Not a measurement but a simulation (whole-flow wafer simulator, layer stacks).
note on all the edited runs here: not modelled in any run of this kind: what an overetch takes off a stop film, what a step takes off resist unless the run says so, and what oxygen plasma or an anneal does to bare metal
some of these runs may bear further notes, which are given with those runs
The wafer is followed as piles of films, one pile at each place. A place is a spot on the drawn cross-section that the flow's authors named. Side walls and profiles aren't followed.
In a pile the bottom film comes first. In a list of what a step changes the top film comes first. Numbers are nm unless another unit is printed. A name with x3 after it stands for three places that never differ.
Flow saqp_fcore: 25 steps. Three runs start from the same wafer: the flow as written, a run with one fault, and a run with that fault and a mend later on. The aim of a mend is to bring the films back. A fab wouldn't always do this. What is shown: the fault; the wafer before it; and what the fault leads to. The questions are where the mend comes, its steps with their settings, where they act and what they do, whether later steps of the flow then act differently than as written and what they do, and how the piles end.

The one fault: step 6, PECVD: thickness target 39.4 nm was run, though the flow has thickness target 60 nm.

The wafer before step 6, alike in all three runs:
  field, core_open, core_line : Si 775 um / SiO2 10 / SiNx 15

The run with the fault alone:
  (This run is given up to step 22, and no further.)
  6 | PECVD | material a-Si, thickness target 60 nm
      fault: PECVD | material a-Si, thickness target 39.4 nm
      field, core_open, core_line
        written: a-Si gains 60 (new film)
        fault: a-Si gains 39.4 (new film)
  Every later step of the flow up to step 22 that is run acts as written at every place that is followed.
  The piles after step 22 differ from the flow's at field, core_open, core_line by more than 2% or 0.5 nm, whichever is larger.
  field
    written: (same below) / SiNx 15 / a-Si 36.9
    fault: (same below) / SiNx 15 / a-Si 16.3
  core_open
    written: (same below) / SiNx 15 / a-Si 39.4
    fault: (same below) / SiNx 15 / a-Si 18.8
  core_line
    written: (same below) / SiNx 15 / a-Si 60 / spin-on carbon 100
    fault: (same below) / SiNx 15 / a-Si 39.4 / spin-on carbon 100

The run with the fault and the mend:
  The mend stands after step 7.
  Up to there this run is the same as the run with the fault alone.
  7a | ETCH | chemistry tmah, depth target 45.31 nm
      field, core_open, core_line
        a-Si loses 39.4 (all of it)
  7b | PECVD | material a-Si, thickness target 60 nm (a further turn of the flow's step 6)
      field, core_open, core_line
        a-Si gains 60 (new film)
  Every later step of the flow that is run acts as written at every place that is followed.
  At every place that both follow, the piles at the end match the flow's.
